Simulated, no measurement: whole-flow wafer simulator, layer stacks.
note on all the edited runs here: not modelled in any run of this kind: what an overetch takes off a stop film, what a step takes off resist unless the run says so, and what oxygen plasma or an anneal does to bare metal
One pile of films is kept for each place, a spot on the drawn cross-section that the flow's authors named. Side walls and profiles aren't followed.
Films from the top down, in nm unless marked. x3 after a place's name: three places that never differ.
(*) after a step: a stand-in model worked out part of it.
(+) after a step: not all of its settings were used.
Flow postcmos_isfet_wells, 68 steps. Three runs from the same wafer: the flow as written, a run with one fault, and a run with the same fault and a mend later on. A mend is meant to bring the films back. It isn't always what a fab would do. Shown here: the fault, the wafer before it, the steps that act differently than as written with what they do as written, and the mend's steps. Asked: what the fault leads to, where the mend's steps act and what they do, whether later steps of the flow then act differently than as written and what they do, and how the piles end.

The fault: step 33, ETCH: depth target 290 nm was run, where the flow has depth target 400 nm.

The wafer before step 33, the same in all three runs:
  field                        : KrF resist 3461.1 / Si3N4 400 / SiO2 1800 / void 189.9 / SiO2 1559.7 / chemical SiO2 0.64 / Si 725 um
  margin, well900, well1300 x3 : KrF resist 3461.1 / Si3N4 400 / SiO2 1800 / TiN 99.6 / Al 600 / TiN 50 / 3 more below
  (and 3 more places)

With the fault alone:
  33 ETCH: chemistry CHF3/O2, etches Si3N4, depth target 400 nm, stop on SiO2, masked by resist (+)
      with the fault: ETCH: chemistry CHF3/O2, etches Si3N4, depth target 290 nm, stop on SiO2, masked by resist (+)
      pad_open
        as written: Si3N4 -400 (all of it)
        with the fault: Si3N4 -290
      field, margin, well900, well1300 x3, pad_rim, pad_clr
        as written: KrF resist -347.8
        with the fault: KrF resist -252.2
  Later steps of the flow that act differently than as written (5 more steps differ only slightly, by at most 2% or 0.5 nm, whichever is larger, and aren't shown):
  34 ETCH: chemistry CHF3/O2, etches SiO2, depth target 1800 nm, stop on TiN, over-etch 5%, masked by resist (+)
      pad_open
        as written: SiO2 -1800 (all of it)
        with the fault: Si3N4 -110 (all of it), SiO2 -1684.5
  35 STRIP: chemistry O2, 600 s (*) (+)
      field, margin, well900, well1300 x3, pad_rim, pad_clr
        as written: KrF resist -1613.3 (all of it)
        with the fault: KrF resist -1709 (all of it)
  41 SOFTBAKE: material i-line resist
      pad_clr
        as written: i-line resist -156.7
        with the fault: i-line resist -145.1
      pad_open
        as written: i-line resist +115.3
        with the fault: i-line resist +110.2
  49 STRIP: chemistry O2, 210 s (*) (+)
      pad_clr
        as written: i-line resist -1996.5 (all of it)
        with the fault: i-line resist -2044 (all of it)
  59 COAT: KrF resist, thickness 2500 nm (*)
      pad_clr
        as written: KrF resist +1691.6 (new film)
        with the fault: KrF resist +1730.4 (new film)
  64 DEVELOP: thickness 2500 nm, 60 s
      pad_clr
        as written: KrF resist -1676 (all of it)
        with the fault: KrF resist -1714.6 (all of it)
  At the end the piles differ from the flow's by more than 2% or 0.5 nm, whichever is larger, at pad_open.
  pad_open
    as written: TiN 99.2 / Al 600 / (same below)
    with the fault: SiO2 115.5 / TiN 99.6 / Al 600 / (same below)

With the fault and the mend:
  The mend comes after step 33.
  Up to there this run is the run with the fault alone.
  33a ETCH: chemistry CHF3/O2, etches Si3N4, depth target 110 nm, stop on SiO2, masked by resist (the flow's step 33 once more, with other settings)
      field, margin, well900, well1300 x3, pad_rim, pad_clr
        KrF resist -95.7
      pad_open
        Si3N4 -110 (all of it)
  No later step of the flow acts differently than as written at any place that is followed.
  At the end the piles are the same as the flow's at every place that both follow.
